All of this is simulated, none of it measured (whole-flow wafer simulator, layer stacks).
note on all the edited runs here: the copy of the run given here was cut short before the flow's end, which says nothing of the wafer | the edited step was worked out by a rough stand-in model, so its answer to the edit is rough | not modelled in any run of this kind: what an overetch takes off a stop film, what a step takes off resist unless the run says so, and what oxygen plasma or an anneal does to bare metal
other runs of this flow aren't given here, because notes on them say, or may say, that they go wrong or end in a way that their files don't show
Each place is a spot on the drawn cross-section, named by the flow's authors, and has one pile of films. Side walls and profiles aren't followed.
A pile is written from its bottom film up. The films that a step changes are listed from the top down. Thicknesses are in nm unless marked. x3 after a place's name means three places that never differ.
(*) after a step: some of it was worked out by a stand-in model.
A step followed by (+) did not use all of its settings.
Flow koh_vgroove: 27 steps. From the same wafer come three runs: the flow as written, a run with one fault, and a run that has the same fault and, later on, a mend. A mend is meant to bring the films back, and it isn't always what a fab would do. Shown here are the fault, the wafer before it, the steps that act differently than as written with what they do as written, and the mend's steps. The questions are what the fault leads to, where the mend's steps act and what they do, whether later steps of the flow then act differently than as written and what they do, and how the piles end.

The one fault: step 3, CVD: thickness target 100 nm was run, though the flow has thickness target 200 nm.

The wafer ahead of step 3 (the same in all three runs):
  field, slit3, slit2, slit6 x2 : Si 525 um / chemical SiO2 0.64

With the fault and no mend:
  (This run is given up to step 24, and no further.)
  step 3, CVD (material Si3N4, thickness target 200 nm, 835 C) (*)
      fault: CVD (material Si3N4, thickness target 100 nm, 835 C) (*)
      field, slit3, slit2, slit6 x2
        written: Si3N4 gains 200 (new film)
        fault: Si3N4 gains 100 (new film)
  Steps later in the flow that act otherwise than as written:
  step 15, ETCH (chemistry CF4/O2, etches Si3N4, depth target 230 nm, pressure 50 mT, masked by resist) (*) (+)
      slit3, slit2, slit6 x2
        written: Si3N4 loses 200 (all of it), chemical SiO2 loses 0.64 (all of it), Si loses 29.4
        fault: Si3N4 loses 100 (all of it), chemical SiO2 loses 0.64 (all of it), Si loses 129.4
  The piles after step 24 differ from the flow's at field by more than 2% or 0.5 nm, whichever is larger.
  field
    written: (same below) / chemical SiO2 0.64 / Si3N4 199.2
    fault: (same below) / chemical SiO2 0.64 / Si3N4 99.2

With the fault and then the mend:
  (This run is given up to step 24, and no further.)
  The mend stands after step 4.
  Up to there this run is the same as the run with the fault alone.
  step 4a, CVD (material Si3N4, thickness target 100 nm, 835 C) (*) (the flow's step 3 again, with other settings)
      field, slit3, slit2, slit6 x2
        Si3N4 gains 100
  Every later step of the flow up to step 24 that is run acts as written at every place that is followed.
  At every place that both follow, the piles after step 24 match the flow's.
